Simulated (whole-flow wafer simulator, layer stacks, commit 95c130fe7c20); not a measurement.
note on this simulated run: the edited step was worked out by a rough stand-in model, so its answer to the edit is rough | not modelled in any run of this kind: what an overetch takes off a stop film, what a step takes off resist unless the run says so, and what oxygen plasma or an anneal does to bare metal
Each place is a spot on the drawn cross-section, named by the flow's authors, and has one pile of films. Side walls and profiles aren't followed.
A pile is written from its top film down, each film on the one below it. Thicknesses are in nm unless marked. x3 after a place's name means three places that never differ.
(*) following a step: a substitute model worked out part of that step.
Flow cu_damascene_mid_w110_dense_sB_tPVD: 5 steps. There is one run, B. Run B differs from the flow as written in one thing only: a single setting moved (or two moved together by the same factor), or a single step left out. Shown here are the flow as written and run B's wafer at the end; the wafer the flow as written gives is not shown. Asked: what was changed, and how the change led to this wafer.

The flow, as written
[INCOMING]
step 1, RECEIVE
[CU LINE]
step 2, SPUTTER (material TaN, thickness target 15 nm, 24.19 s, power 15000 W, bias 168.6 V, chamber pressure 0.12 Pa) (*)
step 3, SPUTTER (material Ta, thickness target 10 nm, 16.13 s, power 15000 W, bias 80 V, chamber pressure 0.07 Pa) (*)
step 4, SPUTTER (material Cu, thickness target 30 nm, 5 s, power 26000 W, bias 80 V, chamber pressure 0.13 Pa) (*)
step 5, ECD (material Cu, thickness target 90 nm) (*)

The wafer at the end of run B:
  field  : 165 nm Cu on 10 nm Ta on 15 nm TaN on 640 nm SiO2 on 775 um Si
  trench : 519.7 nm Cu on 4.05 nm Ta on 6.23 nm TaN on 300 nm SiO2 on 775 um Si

Cause: step 5, ECD: thickness target 135 nm was run, whereas the flow has thickness target 90 nm.

The path from the change to this, step by step:
  step 5, ECD (material Cu, thickness target 90 nm) (*)
      field: Cu gains 135 (it would be, as written: Cu gains 90)
      trench: Cu gains 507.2 (it would be, as written: Cu gains 462.2)
